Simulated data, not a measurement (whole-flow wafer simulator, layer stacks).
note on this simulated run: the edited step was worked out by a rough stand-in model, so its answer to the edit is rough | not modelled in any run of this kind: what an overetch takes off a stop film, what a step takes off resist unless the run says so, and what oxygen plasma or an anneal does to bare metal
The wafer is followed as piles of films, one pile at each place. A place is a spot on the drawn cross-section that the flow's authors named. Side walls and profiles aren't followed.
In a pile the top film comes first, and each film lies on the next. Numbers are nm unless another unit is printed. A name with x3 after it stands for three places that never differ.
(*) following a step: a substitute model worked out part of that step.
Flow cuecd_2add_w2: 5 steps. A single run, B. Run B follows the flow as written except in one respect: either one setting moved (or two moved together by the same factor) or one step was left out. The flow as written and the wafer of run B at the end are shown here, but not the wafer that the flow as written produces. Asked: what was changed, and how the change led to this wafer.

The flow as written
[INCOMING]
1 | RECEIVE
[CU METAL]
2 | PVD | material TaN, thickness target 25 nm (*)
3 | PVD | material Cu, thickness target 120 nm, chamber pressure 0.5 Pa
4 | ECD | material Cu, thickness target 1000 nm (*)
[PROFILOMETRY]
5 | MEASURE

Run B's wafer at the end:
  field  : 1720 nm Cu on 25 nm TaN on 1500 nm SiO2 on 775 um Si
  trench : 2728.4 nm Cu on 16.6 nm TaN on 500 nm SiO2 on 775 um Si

Cause: step 4, ECD: thickness target 1600 nm was run, while the flow as written has thickness target 1000 nm.

How this came from the change, step by step:
  4 | ECD | material Cu, thickness target 1000 nm (*)
      field: +1600 Cu (as written it would have been: +1000 Cu)
      trench: +2647.6 Cu (as written it would have been: +2047.6 Cu)
